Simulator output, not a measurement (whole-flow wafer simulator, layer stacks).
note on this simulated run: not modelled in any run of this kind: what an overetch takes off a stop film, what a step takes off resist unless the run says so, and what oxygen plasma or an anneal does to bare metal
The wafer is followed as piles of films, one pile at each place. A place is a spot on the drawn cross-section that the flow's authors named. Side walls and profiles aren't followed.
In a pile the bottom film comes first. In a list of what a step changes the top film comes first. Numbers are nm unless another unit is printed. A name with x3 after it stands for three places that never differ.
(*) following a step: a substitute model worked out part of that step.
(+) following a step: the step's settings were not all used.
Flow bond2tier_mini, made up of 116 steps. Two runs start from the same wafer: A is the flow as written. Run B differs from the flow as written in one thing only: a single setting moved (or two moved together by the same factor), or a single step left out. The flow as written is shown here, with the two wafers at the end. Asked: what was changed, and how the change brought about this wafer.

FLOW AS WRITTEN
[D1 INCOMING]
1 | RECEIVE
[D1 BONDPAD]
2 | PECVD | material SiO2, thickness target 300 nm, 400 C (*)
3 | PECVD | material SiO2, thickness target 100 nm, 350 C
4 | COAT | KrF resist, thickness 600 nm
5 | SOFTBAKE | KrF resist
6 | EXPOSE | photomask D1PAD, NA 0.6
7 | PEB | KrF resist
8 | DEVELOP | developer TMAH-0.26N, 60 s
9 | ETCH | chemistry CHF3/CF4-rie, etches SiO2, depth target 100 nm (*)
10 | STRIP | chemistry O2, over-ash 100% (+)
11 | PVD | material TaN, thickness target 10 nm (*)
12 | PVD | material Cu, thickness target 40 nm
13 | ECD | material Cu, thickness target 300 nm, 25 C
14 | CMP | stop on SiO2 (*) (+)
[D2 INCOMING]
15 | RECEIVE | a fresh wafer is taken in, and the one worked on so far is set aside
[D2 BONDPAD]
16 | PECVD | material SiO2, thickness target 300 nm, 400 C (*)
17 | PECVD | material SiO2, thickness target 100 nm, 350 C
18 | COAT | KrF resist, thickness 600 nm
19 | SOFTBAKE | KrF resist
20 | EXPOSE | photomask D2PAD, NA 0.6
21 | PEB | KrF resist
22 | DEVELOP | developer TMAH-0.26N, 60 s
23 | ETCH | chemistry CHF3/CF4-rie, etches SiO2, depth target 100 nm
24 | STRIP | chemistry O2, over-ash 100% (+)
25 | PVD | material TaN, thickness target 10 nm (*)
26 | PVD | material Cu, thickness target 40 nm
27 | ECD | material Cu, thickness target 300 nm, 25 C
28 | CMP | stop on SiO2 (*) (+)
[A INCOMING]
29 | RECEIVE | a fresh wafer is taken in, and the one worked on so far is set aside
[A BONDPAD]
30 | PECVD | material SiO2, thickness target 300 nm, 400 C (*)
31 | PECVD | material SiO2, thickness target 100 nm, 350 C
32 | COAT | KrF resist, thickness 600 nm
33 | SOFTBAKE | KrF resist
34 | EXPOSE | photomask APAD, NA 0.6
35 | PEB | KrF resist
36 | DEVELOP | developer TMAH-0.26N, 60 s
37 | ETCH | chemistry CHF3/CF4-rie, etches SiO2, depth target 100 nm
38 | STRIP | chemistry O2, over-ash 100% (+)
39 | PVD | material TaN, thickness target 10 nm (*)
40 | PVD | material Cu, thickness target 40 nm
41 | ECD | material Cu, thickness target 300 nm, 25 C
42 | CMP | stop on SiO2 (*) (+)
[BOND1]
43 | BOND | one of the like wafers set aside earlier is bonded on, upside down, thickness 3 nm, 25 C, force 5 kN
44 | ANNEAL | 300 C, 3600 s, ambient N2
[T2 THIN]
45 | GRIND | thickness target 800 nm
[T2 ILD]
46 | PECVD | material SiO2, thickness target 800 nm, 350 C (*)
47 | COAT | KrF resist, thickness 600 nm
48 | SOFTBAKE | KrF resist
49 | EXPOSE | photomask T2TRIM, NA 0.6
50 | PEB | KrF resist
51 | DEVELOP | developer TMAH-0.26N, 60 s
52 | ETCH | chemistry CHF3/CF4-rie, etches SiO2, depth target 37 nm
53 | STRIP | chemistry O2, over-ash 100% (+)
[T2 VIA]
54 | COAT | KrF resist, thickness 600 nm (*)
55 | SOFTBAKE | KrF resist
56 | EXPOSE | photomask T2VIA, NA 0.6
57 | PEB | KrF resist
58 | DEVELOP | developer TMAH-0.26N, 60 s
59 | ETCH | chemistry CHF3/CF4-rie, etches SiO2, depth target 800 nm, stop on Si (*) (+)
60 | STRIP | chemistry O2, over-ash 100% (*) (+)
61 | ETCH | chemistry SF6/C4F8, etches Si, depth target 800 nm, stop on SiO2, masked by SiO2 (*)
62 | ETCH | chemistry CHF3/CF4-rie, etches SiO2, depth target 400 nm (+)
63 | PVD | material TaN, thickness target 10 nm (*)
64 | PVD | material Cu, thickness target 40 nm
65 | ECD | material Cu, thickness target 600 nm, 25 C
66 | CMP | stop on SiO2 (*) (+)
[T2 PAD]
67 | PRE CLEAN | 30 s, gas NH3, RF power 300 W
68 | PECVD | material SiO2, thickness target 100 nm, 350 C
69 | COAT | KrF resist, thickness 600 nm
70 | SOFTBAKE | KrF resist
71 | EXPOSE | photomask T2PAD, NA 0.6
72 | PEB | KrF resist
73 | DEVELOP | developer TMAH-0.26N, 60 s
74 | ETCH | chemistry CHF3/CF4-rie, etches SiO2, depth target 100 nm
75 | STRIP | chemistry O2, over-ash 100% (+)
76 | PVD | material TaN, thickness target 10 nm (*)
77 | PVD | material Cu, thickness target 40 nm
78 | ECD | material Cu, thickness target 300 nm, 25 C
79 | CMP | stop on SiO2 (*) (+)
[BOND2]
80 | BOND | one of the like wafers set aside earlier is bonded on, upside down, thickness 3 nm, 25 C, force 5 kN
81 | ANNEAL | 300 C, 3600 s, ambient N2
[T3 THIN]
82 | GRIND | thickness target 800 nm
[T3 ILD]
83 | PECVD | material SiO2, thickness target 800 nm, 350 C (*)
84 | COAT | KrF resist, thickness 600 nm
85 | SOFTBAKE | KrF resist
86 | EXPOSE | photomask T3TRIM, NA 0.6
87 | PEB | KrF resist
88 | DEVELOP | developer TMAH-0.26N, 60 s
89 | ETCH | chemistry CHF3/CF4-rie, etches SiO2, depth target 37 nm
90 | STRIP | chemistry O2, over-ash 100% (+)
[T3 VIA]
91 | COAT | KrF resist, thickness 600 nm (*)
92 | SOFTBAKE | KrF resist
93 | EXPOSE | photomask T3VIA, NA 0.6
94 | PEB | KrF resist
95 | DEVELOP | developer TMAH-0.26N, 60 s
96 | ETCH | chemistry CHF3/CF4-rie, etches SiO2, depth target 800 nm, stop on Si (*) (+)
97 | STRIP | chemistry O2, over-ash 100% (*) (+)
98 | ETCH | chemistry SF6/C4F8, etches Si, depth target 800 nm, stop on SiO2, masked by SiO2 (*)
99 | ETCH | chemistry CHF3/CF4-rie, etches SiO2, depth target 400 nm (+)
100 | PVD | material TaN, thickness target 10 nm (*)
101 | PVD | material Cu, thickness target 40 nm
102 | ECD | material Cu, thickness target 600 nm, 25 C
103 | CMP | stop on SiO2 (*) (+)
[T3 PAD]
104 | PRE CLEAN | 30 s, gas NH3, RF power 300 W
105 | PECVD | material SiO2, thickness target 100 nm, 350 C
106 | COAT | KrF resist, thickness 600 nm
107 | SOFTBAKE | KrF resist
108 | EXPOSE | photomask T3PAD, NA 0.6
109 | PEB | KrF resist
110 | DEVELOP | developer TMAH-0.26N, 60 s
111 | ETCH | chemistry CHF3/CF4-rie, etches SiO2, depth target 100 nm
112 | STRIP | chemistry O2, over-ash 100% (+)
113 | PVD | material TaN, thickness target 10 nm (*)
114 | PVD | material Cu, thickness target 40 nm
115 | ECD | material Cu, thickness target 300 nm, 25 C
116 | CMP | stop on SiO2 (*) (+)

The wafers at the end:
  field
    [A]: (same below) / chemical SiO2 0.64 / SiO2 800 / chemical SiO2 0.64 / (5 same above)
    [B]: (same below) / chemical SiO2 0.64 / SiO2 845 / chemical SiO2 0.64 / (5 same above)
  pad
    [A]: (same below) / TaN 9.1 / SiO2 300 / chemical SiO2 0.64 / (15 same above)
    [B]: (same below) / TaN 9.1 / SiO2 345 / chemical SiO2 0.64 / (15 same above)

The reason: step 3, PECVD: thickness target 145 nm was run, though the flow has thickness target 100 nm.

Step by step, how the change led to this:
  3 | PECVD | material SiO2, thickness target 100 nm, 350 C
      field, pad, via: A SiO2 gains 100 | B SiO2 gains 145
  43 | BOND | one of the like wafers set aside earlier is bonded on, upside down, thickness 3 nm, 25 C, force 5 kN
      field: A Si gains 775 um (new film), chemical SiO2 gains 0.64 (new film), SiO2 gains 400 | B Si gains 775 um (new film), chemical SiO2 gains 0.64 (new film), SiO2 gains 445
      pad: A Si gains 775 um (new film), chemical SiO2 gains 0.64 (new film), SiO2 gains 300 (new film), TaN gains 9.1 (new film), Cu gains 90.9 | B Si gains 775 um (new film), chemical SiO2 gains 0.64 (new film), SiO2 gains 345 (new film), TaN gains 9.1 (new film), Cu gains 90.9
      (and at 1 other place as well)
